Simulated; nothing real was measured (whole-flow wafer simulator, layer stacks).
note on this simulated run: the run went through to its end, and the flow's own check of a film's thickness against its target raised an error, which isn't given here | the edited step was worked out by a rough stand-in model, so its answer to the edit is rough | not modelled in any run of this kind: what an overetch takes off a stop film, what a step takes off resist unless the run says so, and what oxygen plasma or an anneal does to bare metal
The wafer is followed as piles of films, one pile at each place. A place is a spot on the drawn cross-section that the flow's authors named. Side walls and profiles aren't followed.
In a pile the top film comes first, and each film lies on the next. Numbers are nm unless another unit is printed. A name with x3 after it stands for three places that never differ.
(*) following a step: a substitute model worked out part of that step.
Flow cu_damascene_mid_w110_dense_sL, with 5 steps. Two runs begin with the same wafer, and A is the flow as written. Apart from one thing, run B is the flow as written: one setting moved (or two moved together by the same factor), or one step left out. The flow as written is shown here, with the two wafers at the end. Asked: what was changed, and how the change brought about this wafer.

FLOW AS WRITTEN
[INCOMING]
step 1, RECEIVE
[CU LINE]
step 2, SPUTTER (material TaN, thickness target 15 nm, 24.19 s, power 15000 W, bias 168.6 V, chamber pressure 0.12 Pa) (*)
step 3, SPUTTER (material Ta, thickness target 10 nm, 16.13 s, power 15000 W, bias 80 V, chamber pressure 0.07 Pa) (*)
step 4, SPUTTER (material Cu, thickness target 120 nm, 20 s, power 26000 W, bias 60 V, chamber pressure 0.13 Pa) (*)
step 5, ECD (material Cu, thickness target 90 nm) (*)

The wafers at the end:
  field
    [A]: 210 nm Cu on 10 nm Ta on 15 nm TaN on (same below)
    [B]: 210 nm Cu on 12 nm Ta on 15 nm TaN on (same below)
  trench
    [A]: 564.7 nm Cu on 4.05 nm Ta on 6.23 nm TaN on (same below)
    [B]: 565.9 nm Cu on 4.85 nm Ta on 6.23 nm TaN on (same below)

What caused this: step 3, SPUTTER: thickness target 12 nm was run, while the flow as written has thickness target 10 nm; step 3, SPUTTER: 19.36 s was run, where the flow has 16.13 s.
One can read it off the wafer: field has Ta 12, and step 3 as written asks for 10 nm.

How this came from the change, step by step:
  step 3, SPUTTER (material Ta, thickness target 10 nm, 16.13 s, power 15000 W, bias 80 V, chamber pressure 0.07 Pa) (*)
      field: A Ta gains 10 (new film) | B Ta gains 12 (new film)
      trench: A Ta gains 4.05 (new film) | B Ta gains 4.85 (new film)
